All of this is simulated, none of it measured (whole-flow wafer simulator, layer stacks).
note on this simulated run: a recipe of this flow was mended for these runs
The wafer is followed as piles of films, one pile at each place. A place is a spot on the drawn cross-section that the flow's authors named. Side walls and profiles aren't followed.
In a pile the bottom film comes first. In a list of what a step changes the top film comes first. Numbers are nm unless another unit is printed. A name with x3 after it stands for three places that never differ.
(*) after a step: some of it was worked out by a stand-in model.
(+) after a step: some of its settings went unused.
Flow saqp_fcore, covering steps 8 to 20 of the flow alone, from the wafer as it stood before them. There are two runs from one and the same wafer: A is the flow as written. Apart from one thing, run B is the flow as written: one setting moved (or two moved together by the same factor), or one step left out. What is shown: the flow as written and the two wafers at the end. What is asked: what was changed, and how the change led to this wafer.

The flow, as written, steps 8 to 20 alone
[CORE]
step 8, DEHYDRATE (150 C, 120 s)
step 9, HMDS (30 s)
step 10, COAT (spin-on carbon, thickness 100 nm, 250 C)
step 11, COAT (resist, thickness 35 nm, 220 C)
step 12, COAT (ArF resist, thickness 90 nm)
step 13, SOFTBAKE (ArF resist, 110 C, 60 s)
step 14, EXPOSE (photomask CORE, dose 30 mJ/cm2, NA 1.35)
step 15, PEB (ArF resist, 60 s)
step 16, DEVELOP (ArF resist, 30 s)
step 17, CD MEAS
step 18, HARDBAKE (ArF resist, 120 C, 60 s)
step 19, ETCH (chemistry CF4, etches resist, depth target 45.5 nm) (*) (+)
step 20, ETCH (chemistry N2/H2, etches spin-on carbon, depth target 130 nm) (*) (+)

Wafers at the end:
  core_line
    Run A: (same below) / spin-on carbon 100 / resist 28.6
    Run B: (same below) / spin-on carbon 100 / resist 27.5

Cause: step 12, COAT: thickness 63.7 nm was run, though the flow has thickness 90 nm.

The path from the change to this, step by step:
  step 12, COAT (ArF resist, thickness 90 nm)
      field x2, core_line: A +90 ArF resist (new film) | B +63.7 ArF resist (new film)
  step 16, DEVELOP (ArF resist, 30 s)
      field x2: A -89.6 ArF resist (all of it) | B -63.4 ArF resist (all of it)
  step 20, ETCH (chemistry N2/H2, etches spin-on carbon, depth target 130 nm) (*) (+)
      core_line: A -53.9 ArF resist (all of it), -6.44 resist | B -28.2 ArF resist (all of it), -7.5 resist
